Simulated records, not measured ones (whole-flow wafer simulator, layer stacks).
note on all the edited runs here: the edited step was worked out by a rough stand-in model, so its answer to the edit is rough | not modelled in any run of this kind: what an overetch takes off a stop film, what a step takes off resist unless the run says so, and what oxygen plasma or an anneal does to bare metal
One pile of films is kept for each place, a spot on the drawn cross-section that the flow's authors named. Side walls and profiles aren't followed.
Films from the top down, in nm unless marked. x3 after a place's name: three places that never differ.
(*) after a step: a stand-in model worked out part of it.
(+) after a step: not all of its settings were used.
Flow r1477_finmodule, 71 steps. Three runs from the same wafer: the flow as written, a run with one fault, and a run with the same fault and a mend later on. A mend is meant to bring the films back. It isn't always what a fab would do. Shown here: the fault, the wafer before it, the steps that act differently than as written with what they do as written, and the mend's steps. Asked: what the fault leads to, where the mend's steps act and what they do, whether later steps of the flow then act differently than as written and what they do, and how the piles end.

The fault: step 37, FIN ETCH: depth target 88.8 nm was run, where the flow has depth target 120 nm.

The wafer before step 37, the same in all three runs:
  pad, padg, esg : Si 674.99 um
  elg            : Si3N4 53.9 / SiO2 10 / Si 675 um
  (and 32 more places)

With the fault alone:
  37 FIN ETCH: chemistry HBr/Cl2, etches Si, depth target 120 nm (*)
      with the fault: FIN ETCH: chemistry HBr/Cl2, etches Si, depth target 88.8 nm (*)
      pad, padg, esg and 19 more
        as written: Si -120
        with the fault: Si -88.8
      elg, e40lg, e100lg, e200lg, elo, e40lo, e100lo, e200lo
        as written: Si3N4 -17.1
        with the fault: Si3N4 -12.7
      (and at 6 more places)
  Later steps of the flow that act differently than as written (3 more steps differ only slightly, by at most 2% or 0.5 nm, whichever is larger, and aren't shown):
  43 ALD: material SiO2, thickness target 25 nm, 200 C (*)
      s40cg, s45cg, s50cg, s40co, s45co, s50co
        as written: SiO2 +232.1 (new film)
        with the fault: SiO2 +203.3 (new film)
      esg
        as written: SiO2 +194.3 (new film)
        with the fault: SiO2 +167.5 (new film)
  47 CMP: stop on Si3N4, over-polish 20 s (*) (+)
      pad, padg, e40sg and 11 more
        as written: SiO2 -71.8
        with the fault: SiO2 -103
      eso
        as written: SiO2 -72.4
        with the fault: SiO2 -103.6
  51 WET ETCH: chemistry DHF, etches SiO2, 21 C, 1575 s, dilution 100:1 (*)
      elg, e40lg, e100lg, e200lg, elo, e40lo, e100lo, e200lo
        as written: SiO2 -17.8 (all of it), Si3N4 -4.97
        with the fault: SiO2 -13.4 (all of it), Si3N4 -5.33
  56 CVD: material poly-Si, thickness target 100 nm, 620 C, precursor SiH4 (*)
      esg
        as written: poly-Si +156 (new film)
        with the fault: poly-Si +160.1 (new film)
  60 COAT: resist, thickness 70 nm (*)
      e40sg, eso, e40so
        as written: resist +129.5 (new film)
        with the fault: resist +133.3 (new film)
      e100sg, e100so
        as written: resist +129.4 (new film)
        with the fault: resist +133.3 (new film)
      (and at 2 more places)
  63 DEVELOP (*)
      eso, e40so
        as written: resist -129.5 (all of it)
        with the fault: resist -133.3 (all of it)
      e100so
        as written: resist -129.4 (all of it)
        with the fault: resist -133.3 (all of it)
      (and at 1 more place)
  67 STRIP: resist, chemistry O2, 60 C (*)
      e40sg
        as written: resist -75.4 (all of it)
        with the fault: resist -79.2 (all of it)
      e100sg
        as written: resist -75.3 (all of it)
        with the fault: resist -79.2 (all of it)
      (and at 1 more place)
  At the end the piles differ from the flow's by more than 2% or 0.5 nm, whichever is larger, at pad, padg, elg and 27 more.
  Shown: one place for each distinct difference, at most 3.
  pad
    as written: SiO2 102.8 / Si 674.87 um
    with the fault: SiO2 71.7 / Si 674.9 um
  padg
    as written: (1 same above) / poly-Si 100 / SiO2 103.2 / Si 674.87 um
    with the fault: (1 same above) / poly-Si 100 / SiO2 72.1 / Si 674.9 um
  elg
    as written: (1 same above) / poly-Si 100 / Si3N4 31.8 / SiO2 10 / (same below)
    with the fault: (1 same above) / poly-Si 100 / Si3N4 35.9 / SiO2 10 / (same below)

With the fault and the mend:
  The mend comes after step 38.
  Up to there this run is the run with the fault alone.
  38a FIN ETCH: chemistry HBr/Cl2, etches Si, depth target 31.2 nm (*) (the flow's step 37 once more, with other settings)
      pad, padg, esg and 19 more
        Si -31.2
      elg, e40lg, e100lg, e200lg, elo, e40lo, e100lo, e200lo
        Si3N4 -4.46
      s40sg_line, s45sg_line, s50sg_line, s40so_line, s45so_line, s50so_line
        SiO2 -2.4
  No later step of the flow acts differently than as written at any place that is followed.
  At the end the piles are the same as the flow's at every place that both follow.
